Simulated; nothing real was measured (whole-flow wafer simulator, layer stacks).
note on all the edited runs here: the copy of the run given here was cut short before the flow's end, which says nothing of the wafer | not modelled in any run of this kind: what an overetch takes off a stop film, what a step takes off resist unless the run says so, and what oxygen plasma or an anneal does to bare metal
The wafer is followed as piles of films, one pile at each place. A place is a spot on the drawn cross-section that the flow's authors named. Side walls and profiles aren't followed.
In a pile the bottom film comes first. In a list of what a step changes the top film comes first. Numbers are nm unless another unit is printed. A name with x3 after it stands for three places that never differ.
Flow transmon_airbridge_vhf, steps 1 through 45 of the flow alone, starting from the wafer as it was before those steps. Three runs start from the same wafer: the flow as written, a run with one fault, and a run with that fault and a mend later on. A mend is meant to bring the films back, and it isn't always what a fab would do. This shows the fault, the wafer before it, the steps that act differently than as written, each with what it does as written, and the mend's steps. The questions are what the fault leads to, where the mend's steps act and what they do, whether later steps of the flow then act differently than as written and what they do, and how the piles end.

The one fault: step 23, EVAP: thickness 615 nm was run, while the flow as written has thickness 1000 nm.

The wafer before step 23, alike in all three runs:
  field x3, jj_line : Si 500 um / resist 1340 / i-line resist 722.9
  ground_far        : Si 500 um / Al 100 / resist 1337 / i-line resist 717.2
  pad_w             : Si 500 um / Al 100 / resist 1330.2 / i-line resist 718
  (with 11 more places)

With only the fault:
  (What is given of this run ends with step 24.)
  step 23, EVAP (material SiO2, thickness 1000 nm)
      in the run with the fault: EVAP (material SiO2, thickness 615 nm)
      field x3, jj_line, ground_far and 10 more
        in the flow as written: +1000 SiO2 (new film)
        in the run with the fault: +615 SiO2 (new film)
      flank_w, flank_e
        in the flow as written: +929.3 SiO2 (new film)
        in the run with the fault: +571.5 SiO2 (new film)
  Steps further on in the flow that do not act as written:
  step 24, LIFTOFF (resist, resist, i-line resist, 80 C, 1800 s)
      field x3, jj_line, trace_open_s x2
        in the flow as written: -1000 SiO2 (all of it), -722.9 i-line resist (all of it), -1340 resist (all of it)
        in the run with the fault: -615 SiO2 (all of it), -722.9 i-line resist (all of it), -1340 resist (all of it)
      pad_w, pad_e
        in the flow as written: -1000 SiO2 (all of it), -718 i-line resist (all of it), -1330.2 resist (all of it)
        in the run with the fault: -615 SiO2 (all of it), -718 i-line resist (all of it), -1330.2 resist (all of it)
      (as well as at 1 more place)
  After step 24, at flank_w, gap_w, cpw_trace, gap_e, flank_e, margin_s, bridge_strip, margin_n, the piles differ from the flow's by more than 2% or 0.5 nm, whichever is larger.
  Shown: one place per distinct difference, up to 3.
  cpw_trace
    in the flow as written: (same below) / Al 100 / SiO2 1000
    in the run with the fault: (same below) / Al 100 / SiO2 615
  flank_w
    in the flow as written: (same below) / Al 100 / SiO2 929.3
    in the run with the fault: (same below) / Al 100 / SiO2 571.5
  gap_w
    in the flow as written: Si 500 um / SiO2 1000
    in the run with the fault: Si 500 um / SiO2 615

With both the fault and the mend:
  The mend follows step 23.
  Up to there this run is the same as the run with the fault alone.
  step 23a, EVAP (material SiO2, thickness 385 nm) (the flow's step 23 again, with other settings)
      field x3, jj_line, ground_far and 10 more
        +385 SiO2
      flank_w, flank_e
        +358.2 SiO2
  None of the later steps of the flow differs from how it acts as written, at any place that is followed, by more than 2% or 0.5 nm, whichever is larger.
  When the end is reached, the piles differ only a little from the flow's at the places that both follow, at most by 2% or 0.5 nm, whichever is larger.
